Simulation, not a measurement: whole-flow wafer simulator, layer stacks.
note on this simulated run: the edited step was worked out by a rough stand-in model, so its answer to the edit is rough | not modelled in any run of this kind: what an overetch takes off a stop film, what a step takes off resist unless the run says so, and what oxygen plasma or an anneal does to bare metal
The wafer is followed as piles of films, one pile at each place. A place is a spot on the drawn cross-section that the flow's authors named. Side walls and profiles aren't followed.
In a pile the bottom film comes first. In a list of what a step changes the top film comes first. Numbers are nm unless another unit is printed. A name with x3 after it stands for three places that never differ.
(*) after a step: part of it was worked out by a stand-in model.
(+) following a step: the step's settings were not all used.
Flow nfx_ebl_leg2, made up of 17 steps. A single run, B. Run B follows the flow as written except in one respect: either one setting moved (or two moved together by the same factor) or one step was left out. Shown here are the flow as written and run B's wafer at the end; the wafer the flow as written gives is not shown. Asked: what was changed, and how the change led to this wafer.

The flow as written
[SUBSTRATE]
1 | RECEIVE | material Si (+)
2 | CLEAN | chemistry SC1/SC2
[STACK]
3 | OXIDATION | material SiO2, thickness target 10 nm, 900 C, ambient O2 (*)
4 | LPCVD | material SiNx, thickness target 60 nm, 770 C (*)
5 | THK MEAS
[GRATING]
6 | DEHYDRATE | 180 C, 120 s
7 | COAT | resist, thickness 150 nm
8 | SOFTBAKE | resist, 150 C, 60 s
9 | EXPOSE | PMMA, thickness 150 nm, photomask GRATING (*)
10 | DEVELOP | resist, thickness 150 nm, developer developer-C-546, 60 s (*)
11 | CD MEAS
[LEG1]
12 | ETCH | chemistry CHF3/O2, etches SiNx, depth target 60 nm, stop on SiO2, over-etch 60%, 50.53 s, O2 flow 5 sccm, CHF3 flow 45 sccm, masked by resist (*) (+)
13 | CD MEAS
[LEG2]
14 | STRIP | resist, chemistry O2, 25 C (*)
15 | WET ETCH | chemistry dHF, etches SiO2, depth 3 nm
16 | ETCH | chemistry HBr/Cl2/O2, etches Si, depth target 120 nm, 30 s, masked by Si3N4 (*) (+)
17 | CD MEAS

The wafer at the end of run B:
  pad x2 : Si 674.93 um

Cause: step 16, ETCH: depth target 63 nm was run, while the flow as written has depth target 120 nm.

Step by step, how the change led to this:
  16 | ETCH | chemistry HBr/Cl2/O2, etches Si, depth target 120 nm, 30 s, masked by Si3N4 (*) (+)
      pad x2: Si loses 63 (as written it would have been: Si loses 120)
